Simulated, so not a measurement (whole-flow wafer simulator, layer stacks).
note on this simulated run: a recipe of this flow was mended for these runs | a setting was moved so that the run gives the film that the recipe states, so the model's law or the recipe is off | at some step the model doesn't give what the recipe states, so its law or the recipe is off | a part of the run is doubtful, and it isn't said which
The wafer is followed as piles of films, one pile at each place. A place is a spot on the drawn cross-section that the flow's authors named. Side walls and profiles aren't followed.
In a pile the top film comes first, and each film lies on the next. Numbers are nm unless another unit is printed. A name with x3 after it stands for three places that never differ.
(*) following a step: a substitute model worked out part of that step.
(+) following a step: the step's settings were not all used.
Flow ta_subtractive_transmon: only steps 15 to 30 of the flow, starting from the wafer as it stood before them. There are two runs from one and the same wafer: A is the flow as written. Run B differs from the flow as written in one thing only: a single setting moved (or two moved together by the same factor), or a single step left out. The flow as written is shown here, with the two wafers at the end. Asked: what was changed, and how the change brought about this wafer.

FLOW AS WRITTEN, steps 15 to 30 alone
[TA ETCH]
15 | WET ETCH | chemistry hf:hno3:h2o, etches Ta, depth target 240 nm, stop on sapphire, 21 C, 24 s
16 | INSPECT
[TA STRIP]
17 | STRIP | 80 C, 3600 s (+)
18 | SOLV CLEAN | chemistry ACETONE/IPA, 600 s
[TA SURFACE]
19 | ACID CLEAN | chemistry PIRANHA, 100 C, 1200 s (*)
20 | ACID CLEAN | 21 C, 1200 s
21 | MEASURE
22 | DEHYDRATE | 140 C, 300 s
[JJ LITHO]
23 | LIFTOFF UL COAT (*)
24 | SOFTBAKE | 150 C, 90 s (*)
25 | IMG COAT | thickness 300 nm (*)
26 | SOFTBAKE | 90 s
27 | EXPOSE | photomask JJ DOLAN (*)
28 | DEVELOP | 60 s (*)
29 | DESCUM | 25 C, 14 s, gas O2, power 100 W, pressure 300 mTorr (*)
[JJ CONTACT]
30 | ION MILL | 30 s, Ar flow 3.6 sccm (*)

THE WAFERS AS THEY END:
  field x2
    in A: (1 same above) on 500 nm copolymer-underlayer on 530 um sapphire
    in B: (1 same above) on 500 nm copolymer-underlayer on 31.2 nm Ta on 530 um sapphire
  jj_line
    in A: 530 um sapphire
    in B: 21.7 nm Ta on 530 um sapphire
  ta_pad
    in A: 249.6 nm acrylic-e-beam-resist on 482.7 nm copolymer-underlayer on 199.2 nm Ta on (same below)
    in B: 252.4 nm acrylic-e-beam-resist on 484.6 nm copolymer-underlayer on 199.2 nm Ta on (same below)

Cause: step 15, WET ETCH: depth target 168 nm was run, though the flow has depth target 240 nm; step 15, WET ETCH: 16.8 s was run, where the flow has 24 s.

How this came from the change, step by step:
  15 | WET ETCH | chemistry hf:hno3:h2o, etches Ta, depth target 240 nm, stop on sapphire, 21 C, 24 s
      field x2, jj_line, lead: A Ta loses 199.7 (all of it) | B Ta loses 168
  30 | ION MILL | 30 s, Ar flow 3.6 sccm (*)
      jj_line, lead: A sapphire loses 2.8 | B Ta loses 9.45
With metal films that touch counted as one body, field x2 has 1 body; the flow as written gives 0 bodies.
With metal films that touch counted as one body, jj_line has 1 body; the flow as written gives 0 bodies.
